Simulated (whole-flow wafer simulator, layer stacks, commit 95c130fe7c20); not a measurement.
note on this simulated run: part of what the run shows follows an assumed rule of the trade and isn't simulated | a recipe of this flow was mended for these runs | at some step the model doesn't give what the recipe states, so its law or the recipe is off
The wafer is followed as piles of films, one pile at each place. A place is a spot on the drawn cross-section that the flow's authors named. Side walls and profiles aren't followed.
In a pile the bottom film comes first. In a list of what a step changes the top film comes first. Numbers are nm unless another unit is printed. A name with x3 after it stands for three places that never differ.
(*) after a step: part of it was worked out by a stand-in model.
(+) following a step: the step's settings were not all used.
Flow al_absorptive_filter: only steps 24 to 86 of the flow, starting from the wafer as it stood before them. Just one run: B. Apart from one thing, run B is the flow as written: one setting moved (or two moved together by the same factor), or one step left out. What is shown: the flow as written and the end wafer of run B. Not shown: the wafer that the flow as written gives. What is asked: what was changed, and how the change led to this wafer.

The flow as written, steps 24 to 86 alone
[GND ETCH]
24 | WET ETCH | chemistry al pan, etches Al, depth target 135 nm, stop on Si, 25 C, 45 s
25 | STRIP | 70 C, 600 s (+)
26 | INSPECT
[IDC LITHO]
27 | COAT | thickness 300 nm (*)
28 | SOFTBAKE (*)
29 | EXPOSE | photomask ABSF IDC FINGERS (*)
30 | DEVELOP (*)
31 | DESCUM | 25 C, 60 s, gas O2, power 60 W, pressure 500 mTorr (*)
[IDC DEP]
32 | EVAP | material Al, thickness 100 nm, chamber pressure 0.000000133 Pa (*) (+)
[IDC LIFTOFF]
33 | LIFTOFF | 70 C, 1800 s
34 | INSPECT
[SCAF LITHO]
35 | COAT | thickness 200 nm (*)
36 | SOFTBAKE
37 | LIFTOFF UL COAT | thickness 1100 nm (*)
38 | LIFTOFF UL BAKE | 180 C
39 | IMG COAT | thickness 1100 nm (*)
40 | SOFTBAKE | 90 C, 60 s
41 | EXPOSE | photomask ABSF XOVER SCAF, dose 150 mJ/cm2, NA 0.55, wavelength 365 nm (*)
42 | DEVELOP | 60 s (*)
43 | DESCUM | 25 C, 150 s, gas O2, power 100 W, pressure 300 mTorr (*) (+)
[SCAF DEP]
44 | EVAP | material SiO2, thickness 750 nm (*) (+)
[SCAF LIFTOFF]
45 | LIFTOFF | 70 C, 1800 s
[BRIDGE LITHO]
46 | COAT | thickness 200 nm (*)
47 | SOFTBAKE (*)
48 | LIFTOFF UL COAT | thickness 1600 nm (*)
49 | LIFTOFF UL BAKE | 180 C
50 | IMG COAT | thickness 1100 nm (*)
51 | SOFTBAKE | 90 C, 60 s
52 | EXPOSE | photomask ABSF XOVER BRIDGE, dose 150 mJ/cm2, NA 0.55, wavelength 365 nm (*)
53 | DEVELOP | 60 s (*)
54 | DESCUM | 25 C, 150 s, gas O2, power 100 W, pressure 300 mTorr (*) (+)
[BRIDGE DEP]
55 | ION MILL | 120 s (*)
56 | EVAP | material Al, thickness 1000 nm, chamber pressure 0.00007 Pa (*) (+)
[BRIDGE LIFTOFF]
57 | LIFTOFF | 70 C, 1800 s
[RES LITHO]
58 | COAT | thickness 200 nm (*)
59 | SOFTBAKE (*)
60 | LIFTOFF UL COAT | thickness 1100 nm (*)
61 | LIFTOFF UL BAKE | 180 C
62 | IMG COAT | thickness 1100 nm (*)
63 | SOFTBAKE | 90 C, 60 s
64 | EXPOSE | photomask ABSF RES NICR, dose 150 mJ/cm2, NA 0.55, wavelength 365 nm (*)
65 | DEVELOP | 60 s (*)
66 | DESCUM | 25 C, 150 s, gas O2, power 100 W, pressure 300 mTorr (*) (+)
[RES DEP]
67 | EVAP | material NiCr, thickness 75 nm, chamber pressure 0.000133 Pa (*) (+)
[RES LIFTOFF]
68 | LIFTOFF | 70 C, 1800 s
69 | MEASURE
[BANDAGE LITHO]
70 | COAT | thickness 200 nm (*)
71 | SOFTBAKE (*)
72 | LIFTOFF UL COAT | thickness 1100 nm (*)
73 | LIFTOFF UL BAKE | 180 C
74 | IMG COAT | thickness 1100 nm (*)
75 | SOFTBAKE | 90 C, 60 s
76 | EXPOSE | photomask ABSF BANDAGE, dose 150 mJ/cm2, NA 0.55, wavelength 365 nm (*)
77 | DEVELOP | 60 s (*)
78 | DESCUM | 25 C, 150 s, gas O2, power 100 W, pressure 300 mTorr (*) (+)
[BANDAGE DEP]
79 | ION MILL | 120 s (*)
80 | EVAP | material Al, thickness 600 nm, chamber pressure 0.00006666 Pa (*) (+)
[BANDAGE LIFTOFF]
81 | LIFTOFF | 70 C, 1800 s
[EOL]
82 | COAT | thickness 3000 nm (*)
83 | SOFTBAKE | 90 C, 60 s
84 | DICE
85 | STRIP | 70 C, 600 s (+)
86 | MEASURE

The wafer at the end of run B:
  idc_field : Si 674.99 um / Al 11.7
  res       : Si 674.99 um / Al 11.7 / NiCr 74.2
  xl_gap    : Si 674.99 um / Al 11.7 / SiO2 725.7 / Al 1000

What caused this: step 24, WET ETCH: 25 s was run, though the flow has 45 s.

How this came from the change, step by step:
  24 | WET ETCH | chemistry al pan, etches Al, depth target 135 nm, stop on Si, 25 C, 45 s
      res, xl_gap, idc_field, idc_line, idc_space: Al loses 75 (it would be, as written: Al loses 86.7 (all of it))
  27 | COAT | thickness 300 nm (*)
      xl_gap: e-beam-resist gains 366 (new film) (it would be, as written: e-beam-resist gains 374.7 (new film))
  31 | DESCUM | 25 C, 60 s, gas O2, power 60 W, pressure 500 mTorr (*)
      idc_line: nothing (it would be, as written: chemical SiO2 gains 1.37 (new film), Si loses 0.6)
  32 | EVAP | material Al, thickness 100 nm, chamber pressure 0.000000133 Pa (*) (+)
      idc_line: Al gains 100 (it would be, as written: Al gains 100 (new film))
  33 | LIFTOFF | 70 C, 1800 s
      xl_gap: Al loses 100 (all of it), e-beam-resist loses 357 (all of it) (it would be, as written: Al loses 100 (all of it), e-beam-resist loses 365.7 (all of it))
  35 | COAT | thickness 200 nm (*)
      ledge: acrylic-e-beam-resist gains 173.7 (new film) (it would be, as written: acrylic-e-beam-resist gains 169.8 (new film))
      xl_gap: acrylic-e-beam-resist gains 258.4 (new film) (it would be, as written: acrylic-e-beam-resist gains 265.9 (new film))
  43 | DESCUM | 25 C, 150 s, gas O2, power 100 W, pressure 300 mTorr (*) (+)
      gnd, pad_far, pad_near and 7 more: i-line-resist loses 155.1 (it would be, as written: i-line-resist loses 159.6)
      xl_gap: acrylic-e-beam-resist loses 258.4 (all of it) (it would be, as written: acrylic-e-beam-resist loses 265.9 (all of it))
  45 | LIFTOFF | 70 C, 1800 s
      ledge: SiO2 loses 750 (all of it), i-line-resist loses 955 (all of it), lift-off-underlayer loses 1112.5 (all of it), acrylic-e-beam-resist loses 173.7 (all of it) (it would be, as written: SiO2 loses 750 (all of it), i-line-resist loses 952.1 (all of it), lift-off-underlayer loses 1114 (all of it), acrylic-e-beam-resist loses 169.8 (all of it))
  46 | COAT | thickness 200 nm (*)
      ledge: acrylic-e-beam-resist gains 173.7 (new film) (it would be, as written: acrylic-e-beam-resist gains 169.8 (new film))
      xl_gap: acrylic-e-beam-resist gains 93.5 (new film) (it would be, as written: acrylic-e-beam-resist gains 97.9 (new film))
  54 | DESCUM | 25 C, 150 s, gas O2, power 100 W, pressure 300 mTorr (*) (+)
      xl_gap: acrylic-e-beam-resist loses 93.5 (all of it) (it would be, as written: acrylic-e-beam-resist loses 97.9 (all of it))
  57 | LIFTOFF | 70 C, 1800 s
      ledge: Al loses 1000 (all of it), i-line-resist loses 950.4 (all of it), lift-off-underlayer loses 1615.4 (all of it), acrylic-e-beam-resist loses 173.7 (all of it) (it would be, as written: Al loses 1000 (all of it), i-line-resist loses 951.7 (all of it), lift-off-underlayer loses 1617.2 (all of it), acrylic-e-beam-resist loses 169.8 (all of it))
  58 | COAT | thickness 200 nm (*)
      ledge: acrylic-e-beam-resist gains 173.7 (new film) (it would be, as written: acrylic-e-beam-resist gains 169.8 (new film))
  66 | DESCUM | 25 C, 150 s, gas O2, power 100 W, pressure 300 mTorr (*) (+)
      ledge: acrylic-e-beam-resist loses 173.7 (all of it) (it would be, as written: acrylic-e-beam-resist loses 169.8 (all of it))
  70 | COAT | thickness 200 nm (*)
      ledge: acrylic-e-beam-resist gains 170.7 (new film) (it would be, as written: acrylic-e-beam-resist gains 167 (new film))
      xl_gap: acrylic-e-beam-resist gains 110.8 (new film) (it would be, as written: acrylic-e-beam-resist gains 114.6 (new film))
  81 | LIFTOFF | 70 C, 1800 s
      ledge: Al loses 600 (all of it), i-line-resist loses 955 (all of it), lift-off-underlayer loses 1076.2 (all of it), acrylic-e-beam-resist loses 170.7 (all of it) (it would be, as written: Al loses 600 (all of it), i-line-resist loses 956.6 (all of it), lift-off-underlayer loses 1077.5 (all of it), acrylic-e-beam-resist loses 167 (all of it))
      xl_gap: Al loses 600 (all of it), i-line-resist loses 823.6 (all of it), lift-off-underlayer loses 832 (all of it), acrylic-e-beam-resist loses 110.8 (all of it) (it would be, as written: Al loses 600 (all of it), i-line-resist loses 824.6 (all of it), lift-off-underlayer loses 837.4 (all of it), acrylic-e-beam-resist loses 114.6 (all of it))
Taking metal films that touch as one body, idc_field has 1 body; the flow as written gives 0 bodies.
Taking metal films that touch as one body, res has 1 body; the flow as written gives 0 bodies.
Taking metal films that touch as one body, xl_gap has 2 bodies (between them, from the top down: SiO2 725.7); the flow as written gives 1 body.
